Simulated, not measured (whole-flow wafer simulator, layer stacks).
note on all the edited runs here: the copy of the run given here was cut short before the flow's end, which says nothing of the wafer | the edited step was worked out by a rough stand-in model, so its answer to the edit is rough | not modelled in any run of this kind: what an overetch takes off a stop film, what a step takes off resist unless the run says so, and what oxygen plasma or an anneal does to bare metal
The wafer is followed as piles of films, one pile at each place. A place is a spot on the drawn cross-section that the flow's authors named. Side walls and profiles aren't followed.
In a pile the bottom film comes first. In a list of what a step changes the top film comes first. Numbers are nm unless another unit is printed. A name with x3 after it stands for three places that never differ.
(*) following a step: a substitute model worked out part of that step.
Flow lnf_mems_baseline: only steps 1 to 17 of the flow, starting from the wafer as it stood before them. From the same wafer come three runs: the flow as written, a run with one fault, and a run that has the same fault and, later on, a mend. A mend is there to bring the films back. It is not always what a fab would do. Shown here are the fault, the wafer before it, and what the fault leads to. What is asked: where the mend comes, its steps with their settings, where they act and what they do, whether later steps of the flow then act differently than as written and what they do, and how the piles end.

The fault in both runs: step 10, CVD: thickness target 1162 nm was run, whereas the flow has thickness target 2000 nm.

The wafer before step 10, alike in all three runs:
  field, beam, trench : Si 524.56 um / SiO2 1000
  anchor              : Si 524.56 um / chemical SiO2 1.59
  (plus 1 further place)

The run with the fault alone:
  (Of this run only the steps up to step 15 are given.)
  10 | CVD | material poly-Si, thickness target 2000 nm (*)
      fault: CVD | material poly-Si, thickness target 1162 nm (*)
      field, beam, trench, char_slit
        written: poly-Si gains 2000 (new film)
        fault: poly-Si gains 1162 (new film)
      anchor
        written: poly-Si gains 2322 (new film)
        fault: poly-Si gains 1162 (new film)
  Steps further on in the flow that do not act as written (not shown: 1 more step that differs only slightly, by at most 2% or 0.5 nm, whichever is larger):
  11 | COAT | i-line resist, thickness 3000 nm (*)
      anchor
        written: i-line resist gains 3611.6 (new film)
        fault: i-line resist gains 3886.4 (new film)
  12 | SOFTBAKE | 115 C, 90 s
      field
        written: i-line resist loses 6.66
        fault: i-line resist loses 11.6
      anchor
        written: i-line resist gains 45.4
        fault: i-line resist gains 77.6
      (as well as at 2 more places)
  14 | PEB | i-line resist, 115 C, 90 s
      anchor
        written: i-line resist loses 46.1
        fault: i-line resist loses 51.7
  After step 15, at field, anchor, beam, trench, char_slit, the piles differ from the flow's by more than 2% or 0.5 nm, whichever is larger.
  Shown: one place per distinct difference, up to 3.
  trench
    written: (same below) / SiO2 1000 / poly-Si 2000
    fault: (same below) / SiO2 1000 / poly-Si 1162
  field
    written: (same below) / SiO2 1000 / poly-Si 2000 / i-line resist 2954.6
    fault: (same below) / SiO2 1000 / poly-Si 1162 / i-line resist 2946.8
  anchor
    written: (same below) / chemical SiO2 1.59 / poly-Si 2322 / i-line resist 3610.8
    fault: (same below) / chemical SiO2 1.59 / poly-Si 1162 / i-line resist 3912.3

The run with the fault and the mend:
  The mend stands after step 10.
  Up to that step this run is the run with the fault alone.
  10a | ETCH | chemistry tmah, depth target 1497 nm
      field, anchor, beam, trench, char_slit
        poly-Si loses 1162 (all of it)
  10b | CLEAN | chemistry SC1/SC2 (a further turn of the flow's step 1)
      alters no film at any place that is followed
  10c | CVD | material poly-Si, thickness target 2000 nm (*) (a further turn of the flow's step 10)
      field, beam, trench, char_slit
        poly-Si gains 2000 (new film)
      anchor
        poly-Si gains 2322 (new film)
  Later steps of the flow that are run all act as written at every place that is followed.
  By the end, the piles equal the flow's at every place that both follow.
